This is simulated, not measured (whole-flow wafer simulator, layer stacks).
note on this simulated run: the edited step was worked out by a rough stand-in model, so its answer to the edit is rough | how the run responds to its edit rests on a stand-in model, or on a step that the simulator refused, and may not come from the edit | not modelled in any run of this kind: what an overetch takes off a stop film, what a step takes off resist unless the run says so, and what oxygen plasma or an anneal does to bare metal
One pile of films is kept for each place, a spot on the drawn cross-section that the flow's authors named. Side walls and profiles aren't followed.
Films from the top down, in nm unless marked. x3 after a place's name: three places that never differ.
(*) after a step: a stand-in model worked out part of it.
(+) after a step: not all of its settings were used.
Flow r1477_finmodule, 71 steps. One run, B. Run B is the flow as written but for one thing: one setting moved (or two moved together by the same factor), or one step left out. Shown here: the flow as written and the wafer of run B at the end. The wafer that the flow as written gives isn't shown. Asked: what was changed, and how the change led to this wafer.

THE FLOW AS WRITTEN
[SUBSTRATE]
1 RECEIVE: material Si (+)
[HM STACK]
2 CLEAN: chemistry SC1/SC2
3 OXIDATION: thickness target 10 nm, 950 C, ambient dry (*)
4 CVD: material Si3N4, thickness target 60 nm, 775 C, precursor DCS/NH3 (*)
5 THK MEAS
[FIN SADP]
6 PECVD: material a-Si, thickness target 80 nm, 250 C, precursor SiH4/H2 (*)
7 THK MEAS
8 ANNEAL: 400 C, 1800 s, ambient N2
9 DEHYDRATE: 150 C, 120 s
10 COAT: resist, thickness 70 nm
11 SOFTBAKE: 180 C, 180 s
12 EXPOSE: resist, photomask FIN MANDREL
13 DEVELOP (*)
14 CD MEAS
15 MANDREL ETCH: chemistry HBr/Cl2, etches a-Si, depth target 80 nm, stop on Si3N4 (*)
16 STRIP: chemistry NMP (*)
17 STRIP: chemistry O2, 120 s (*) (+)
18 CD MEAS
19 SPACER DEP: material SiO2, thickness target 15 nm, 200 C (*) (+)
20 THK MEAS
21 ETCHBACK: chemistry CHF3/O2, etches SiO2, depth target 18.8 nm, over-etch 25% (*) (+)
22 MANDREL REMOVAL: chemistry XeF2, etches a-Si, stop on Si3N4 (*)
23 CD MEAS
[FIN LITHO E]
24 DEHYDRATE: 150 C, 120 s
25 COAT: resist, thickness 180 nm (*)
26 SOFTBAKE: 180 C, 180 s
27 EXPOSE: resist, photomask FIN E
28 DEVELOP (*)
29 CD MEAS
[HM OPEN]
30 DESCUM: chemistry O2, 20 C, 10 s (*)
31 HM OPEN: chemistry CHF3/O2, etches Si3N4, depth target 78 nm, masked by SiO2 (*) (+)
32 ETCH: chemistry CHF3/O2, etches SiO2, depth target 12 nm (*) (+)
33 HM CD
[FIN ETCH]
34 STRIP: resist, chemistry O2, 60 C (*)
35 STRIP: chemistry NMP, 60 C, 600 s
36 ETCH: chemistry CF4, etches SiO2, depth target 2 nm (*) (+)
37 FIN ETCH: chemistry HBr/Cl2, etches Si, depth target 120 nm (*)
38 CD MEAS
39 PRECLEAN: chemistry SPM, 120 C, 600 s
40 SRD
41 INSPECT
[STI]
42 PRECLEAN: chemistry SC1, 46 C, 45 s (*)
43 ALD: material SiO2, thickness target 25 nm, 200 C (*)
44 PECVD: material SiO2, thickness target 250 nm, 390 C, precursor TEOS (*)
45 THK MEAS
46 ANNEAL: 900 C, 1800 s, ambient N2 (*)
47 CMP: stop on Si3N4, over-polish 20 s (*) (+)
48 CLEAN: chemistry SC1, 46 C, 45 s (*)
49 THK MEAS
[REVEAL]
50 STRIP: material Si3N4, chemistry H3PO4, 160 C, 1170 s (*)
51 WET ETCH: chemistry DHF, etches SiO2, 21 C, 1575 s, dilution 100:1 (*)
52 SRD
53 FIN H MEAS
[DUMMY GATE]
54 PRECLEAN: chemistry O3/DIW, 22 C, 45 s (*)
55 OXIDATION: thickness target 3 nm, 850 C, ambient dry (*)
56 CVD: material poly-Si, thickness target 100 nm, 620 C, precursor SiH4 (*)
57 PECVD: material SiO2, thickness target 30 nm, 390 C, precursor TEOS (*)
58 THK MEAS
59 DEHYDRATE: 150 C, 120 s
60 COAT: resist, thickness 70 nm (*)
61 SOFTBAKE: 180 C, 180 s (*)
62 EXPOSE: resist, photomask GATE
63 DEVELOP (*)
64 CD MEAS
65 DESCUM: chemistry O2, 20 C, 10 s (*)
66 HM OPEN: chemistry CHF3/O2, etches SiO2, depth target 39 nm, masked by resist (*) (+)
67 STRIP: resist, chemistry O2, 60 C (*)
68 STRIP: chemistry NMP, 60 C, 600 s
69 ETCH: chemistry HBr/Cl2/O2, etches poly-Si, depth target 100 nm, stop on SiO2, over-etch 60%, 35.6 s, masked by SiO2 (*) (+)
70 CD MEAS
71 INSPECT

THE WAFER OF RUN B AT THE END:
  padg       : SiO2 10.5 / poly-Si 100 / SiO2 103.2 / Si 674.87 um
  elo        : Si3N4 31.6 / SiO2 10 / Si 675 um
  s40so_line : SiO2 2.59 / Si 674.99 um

The cause: step 57, PECVD: thickness target 15.8 nm was run, where the flow has thickness target 30 nm.

How the change led to this, step by step:
  57 PECVD: material SiO2, thickness target 30 nm, 390 C, precursor TEOS (*)
      pad, padg, elg and 33 more: SiO2 +15.8 (new film) (as written it would be: SiO2 +30 (new film))
  66 HM OPEN: chemistry CHF3/O2, etches SiO2, depth target 39 nm, masked by resist (*) (+)
      pad, elo, eso and 15 more: SiO2 -15.8 (all of it), poly-Si -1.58 (as written it would be: SiO2 -30 (all of it), poly-Si -1.8)
      padg, elg, esg and 15 more: resist -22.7 (as written it would be: resist -37.4)
  67 STRIP: resist, chemistry O2, 60 C (*)
      padg, elg, esg: resist -30.6 (all of it) (as written it would be: resist -15.9 (all of it))
      e40lg, e100lg, e200lg: resist -27.4 (all of it) (as written it would be: resist -12.8 (all of it))
      (and at 12 more places)
